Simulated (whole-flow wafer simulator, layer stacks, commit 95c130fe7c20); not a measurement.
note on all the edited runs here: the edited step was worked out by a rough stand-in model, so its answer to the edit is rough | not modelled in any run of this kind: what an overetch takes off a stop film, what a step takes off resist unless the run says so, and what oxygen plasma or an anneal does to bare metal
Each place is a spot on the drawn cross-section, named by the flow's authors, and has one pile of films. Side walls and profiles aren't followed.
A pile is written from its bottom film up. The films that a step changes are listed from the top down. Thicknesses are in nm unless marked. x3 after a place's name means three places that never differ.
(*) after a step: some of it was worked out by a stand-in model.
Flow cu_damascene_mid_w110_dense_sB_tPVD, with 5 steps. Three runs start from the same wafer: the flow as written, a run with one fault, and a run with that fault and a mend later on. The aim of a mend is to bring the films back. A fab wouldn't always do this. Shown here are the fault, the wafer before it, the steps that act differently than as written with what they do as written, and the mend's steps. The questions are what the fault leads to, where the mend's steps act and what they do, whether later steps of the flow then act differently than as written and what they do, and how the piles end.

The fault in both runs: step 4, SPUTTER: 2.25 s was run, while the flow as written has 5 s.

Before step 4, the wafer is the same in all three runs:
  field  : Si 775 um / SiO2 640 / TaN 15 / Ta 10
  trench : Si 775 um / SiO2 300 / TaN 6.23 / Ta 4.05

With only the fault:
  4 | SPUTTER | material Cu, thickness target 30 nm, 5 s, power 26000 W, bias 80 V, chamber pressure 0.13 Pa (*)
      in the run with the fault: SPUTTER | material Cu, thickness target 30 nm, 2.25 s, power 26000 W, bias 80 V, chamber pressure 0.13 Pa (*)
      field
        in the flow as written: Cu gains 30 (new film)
        in the run with the fault: Cu gains 13.5 (new film)
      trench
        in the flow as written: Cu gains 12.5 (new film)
        in the run with the fault: Cu gains 5.62 (new film)
  Steps later in the flow that act otherwise than as written:
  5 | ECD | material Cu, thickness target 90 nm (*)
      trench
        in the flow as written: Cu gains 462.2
        in the run with the fault: Cu gains 452.6
  At field, trench, the piles at the end differ from the flow's by more than 2% or 0.5 nm, whichever is larger.
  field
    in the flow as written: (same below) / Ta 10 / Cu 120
    in the run with the fault: (same below) / Ta 10 / Cu 103.5
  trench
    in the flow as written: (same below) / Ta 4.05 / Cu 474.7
    in the run with the fault: (same below) / Ta 4.05 / Cu 458.2

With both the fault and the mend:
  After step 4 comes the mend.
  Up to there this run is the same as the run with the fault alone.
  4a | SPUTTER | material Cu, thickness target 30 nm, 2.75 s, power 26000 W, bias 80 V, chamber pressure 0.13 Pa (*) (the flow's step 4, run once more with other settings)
      field
        Cu gains 16.5
      trench
        Cu gains 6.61
  Later steps of the flow that are run all act as written at every place that is followed, up to a difference of at most 2% or 0.5 nm, whichever is larger.
  By the end, the piles equal the flow's at every place that both follow.
